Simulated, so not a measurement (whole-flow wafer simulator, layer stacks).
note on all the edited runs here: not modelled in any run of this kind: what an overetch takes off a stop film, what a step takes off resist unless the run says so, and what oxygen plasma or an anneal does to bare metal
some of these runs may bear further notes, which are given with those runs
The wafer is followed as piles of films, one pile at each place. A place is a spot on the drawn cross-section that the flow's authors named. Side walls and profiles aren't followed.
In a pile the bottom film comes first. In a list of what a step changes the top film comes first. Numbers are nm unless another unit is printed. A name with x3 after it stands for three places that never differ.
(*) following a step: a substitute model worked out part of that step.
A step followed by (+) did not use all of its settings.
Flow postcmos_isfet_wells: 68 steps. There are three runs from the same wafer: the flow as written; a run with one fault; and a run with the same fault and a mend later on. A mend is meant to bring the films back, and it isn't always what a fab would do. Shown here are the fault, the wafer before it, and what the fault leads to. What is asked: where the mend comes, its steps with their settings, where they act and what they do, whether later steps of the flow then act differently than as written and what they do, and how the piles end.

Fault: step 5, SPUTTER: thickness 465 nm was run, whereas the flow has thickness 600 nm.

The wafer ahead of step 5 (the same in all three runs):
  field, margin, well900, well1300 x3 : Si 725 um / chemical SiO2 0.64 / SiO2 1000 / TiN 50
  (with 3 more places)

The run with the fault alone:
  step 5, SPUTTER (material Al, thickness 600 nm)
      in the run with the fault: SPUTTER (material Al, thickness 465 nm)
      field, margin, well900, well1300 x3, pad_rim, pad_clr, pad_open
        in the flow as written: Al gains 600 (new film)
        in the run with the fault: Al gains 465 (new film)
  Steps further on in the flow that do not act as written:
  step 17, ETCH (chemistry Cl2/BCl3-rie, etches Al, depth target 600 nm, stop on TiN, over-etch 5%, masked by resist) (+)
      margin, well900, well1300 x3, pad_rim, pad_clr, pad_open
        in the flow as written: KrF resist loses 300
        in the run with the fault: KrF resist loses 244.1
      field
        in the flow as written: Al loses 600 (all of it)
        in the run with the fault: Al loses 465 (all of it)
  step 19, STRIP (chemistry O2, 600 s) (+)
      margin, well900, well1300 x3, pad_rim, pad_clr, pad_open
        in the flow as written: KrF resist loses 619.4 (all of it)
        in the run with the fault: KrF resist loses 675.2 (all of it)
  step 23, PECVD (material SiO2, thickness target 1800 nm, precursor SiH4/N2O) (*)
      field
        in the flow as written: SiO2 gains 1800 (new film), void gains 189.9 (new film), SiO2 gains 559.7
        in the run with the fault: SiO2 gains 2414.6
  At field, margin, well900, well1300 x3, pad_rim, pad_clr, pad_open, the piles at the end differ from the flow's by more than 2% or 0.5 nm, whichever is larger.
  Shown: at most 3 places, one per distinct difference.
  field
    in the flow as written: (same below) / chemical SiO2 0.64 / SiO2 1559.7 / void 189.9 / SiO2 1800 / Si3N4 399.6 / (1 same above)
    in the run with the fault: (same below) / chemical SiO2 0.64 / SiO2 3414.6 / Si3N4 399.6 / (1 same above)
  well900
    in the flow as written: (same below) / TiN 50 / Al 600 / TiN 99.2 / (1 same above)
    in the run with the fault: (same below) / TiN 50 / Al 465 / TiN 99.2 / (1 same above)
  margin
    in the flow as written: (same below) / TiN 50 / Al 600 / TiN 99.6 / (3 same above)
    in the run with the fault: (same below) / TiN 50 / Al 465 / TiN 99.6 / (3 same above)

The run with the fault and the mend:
  The mend stands after step 5.
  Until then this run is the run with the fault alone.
  step 5a, SPUTTER (material Al, thickness 135 nm) (the flow's step 5 again, with other settings)
      field, margin, well900, well1300 x3, pad_rim, pad_clr, pad_open
        Al gains 135
  None of the later steps of the flow acts differently than as written at any place that is followed.
  The piles end the same as the flow's at every place that both follow.
